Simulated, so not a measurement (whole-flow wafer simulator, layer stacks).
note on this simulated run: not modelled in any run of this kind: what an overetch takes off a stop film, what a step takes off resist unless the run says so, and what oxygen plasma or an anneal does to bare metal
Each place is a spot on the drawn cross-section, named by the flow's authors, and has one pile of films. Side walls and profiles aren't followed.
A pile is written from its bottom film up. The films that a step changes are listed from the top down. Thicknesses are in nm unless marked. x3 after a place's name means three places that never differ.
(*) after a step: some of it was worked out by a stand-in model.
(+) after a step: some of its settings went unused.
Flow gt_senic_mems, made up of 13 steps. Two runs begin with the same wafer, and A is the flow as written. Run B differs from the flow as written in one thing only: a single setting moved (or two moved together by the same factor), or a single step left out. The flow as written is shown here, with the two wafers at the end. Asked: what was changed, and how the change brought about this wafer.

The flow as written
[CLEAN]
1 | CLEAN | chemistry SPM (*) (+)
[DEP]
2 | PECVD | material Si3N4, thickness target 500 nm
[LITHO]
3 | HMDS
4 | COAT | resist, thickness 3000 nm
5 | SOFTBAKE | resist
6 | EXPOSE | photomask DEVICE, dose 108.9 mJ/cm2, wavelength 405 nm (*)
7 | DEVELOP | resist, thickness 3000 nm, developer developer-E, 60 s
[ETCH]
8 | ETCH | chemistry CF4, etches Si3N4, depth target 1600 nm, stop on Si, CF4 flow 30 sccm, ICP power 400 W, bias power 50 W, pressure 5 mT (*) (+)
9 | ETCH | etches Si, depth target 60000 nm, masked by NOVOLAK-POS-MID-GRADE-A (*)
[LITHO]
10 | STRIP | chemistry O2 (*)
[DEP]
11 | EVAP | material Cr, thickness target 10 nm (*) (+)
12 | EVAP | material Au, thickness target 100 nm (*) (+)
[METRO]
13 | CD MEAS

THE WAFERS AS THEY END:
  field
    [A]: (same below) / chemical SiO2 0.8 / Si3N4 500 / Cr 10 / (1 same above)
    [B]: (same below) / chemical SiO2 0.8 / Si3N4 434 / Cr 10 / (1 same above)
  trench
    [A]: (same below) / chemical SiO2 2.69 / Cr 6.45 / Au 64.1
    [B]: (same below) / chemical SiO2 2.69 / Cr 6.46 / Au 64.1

Cause: step 2, PECVD: thickness target 434 nm was run, while the flow as written has thickness target 500 nm.
The wafer itself shows it: field has Si3N4 434, and step 2 as written asks for 500 nm.

The path from the change to this, step by step:
  2 | PECVD | material Si3N4, thickness target 500 nm
      field, trench: A +500 Si3N4 (new film) | B +434 Si3N4 (new film)
  8 | ETCH | chemistry CF4, etches Si3N4, depth target 1600 nm, stop on Si, CF4 flow 30 sccm, ICP power 400 W, bias power 50 W, pressure 5 mT (*) (+)
      field: A -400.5 resist | B -356.5 resist
      trench: A -500 Si3N4 (all of it), -0.8 chemical SiO2 (all of it) | B -434 Si3N4 (all of it), -0.8 chemical SiO2 (all of it)
  10 | STRIP | chemistry O2 (*)
      field: A -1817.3 resist (all of it) | B -1861.3 resist (all of it)
